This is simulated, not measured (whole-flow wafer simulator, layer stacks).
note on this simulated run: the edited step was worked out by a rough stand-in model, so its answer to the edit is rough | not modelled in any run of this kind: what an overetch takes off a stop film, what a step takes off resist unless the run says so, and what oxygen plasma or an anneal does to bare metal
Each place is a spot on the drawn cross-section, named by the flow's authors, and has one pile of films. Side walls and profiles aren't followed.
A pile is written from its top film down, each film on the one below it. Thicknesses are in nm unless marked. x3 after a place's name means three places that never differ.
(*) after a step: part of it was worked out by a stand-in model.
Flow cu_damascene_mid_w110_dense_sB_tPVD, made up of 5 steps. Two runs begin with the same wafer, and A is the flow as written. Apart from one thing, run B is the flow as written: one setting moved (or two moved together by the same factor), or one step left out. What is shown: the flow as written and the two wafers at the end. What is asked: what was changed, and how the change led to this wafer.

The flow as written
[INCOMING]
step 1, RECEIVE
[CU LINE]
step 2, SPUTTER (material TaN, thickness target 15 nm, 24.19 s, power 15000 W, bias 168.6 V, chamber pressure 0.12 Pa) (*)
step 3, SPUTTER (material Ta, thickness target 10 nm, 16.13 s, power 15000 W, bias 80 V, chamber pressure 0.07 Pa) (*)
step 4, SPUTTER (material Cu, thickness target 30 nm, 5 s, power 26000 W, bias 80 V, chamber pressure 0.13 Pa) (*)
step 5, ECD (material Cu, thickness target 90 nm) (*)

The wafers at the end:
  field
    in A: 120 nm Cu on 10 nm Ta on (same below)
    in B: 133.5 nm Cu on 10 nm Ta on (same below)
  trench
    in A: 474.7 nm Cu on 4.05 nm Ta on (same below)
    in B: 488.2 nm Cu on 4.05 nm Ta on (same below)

Cause: step 4, SPUTTER: thickness target 43.5 nm was run, while the flow as written has thickness target 30 nm; step 4, SPUTTER: 7.25 s was run, where the flow has 5 s.

Step by step, how the change led to this:
  step 4, SPUTTER (material Cu, thickness target 30 nm, 5 s, power 26000 W, bias 80 V, chamber pressure 0.13 Pa) (*)
      field: A Cu gains 30 (new film) | B Cu gains 43.5 (new film)
      trench: A Cu gains 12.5 (new film) | B Cu gains 18.1 (new film)
